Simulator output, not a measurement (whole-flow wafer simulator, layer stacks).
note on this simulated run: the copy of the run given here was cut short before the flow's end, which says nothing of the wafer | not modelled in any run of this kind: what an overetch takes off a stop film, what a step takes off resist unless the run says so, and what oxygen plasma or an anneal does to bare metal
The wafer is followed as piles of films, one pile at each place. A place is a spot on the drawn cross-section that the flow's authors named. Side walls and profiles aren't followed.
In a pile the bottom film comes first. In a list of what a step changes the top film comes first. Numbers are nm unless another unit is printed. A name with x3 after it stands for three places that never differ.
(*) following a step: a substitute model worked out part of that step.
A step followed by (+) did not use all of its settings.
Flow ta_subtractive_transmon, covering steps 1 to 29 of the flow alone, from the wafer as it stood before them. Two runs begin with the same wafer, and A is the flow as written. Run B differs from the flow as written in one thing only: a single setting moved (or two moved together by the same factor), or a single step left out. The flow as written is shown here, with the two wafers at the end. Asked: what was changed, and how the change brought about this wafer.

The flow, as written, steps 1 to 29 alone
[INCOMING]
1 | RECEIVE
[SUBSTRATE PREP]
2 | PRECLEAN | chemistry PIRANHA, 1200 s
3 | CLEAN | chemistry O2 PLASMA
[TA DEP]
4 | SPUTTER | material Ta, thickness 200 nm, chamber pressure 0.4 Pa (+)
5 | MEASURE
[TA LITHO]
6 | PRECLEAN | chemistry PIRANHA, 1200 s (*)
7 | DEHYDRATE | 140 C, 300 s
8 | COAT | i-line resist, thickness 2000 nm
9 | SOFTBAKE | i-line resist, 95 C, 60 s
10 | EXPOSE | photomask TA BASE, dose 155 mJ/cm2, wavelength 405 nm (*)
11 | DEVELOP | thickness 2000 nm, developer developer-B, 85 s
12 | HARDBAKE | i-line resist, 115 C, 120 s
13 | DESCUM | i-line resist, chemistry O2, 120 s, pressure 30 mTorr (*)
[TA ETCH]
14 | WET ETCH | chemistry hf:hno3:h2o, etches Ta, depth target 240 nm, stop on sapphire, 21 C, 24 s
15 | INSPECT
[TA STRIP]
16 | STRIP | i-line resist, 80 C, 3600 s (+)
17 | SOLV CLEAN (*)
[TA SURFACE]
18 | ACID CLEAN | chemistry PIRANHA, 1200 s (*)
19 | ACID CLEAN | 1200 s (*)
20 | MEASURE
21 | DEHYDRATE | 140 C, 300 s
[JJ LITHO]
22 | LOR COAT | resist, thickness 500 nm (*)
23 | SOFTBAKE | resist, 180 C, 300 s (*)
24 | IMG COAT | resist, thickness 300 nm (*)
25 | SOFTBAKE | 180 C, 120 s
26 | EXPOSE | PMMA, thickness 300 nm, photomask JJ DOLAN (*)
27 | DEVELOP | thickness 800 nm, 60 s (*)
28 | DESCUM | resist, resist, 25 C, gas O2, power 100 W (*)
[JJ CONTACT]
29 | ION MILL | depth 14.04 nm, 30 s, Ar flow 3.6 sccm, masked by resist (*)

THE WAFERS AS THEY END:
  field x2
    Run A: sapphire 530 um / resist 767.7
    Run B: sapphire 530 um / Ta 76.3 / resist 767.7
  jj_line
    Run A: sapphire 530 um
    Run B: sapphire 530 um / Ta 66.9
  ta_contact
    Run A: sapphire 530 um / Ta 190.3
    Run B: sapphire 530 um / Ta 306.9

Cause: step 4, SPUTTER: thickness 316.6 nm was run, though the flow has thickness 200 nm.

How this came from the change, step by step:
  4 | SPUTTER | material Ta, thickness 200 nm, chamber pressure 0.4 Pa (+)
      field x2, jj_line, lead, ta_contact, ta_pad: A Ta gains 200 (new film) | B Ta gains 316.6 (new film)
  14 | WET ETCH | chemistry hf:hno3:h2o, etches Ta, depth target 240 nm, stop on sapphire, 21 C, 24 s
      field x2, jj_line, lead: A Ta loses 200 (all of it) | B Ta loses 240
  22 | LOR COAT | resist, thickness 500 nm (*)
      ta_contact: A resist gains 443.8 (new film) | B resist gains 433.7 (new film)
  29 | ION MILL | depth 14.04 nm, 30 s, Ar flow 3.6 sccm, masked by resist (*)
      jj_line, lead: A sapphire loses 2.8 | B Ta loses 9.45
With metal films that touch counted as one body, field x2 has 1 body; the flow as written gives 0 bodies.
With metal films that touch counted as one body, jj_line has 1 body; the flow as written gives 0 bodies.
